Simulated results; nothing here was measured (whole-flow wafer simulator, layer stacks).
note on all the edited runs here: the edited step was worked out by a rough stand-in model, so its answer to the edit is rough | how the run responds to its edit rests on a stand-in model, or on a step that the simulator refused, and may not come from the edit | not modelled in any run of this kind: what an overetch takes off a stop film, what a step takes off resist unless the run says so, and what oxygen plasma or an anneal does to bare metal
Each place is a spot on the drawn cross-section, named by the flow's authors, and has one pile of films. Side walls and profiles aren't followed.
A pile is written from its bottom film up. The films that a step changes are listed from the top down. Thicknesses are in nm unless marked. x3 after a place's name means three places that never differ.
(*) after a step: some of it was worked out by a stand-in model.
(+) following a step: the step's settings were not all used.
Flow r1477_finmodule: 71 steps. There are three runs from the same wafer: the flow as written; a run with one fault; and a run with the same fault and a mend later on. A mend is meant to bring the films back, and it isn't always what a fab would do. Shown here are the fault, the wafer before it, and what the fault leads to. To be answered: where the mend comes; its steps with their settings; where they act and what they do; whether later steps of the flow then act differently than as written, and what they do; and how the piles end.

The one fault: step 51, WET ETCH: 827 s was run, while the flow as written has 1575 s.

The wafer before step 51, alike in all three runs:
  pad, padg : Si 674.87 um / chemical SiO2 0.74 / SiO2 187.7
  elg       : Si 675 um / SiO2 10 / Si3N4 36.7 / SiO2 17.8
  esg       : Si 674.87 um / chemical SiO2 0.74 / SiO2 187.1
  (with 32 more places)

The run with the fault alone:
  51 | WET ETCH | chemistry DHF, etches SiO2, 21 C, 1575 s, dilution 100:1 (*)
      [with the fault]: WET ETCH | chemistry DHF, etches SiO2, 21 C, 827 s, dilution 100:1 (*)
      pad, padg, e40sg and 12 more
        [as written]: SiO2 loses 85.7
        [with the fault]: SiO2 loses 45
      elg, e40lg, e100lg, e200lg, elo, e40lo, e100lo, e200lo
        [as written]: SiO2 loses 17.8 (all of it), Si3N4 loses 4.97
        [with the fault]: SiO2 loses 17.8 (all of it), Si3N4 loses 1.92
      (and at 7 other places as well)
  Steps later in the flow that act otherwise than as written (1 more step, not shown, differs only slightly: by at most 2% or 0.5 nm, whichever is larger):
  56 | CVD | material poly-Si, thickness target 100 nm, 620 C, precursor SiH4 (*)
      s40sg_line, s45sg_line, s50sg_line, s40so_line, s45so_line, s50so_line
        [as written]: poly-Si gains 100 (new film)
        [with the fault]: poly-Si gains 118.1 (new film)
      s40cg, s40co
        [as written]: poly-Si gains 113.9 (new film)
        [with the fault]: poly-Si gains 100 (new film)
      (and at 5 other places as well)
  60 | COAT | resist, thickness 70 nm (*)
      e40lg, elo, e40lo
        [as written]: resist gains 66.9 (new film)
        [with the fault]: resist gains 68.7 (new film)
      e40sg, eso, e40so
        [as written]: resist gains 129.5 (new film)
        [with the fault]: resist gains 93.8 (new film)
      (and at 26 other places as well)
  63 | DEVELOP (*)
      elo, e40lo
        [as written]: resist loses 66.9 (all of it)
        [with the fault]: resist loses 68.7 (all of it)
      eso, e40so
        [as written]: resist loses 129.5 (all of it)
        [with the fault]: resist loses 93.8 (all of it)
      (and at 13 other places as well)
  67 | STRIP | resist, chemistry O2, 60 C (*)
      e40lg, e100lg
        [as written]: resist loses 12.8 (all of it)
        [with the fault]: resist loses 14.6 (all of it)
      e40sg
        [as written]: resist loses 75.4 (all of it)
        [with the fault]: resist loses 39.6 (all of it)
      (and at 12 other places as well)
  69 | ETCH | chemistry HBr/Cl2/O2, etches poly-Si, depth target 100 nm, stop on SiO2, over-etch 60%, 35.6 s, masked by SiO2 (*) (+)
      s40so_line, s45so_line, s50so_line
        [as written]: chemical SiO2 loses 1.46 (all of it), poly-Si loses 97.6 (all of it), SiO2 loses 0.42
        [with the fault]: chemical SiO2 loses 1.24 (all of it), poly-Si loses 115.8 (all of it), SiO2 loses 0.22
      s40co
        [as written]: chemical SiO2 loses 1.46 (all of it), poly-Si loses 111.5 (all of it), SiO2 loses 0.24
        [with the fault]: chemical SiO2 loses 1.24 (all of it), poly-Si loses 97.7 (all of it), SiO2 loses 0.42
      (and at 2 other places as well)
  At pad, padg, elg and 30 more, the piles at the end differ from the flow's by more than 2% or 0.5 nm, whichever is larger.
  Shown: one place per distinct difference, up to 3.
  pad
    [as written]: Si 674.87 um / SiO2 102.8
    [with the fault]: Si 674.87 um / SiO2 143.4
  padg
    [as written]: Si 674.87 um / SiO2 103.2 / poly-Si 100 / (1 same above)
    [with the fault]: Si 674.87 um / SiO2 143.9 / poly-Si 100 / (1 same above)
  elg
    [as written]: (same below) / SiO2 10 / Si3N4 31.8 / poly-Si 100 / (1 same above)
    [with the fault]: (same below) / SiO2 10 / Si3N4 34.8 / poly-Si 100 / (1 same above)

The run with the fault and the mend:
  The mend follows step 51.
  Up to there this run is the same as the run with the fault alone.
  51a | WET ETCH | chemistry DHF, etches SiO2, 21 C, 748 s, dilution 100:1 (*) (a further turn of the flow's step 51, with different settings)
      pad, padg, e40sg and 12 more
        SiO2 loses 40.7
      elg, e40lg, e100lg, e200lg, elo, e40lo, e100lo, e200lo
        Si3N4 loses 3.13
      esg, s40cg, s45cg, s50cg, s40co, s45co, s50co
        SiO2 loses 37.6
  None of the later steps of the flow differs from how it acts as written, at any place that is followed, by more than 2% or 0.5 nm, whichever is larger.
  When the end is reached, the piles differ only a little from the flow's at the places that both follow, at most by 2% or 0.5 nm, whichever is larger.
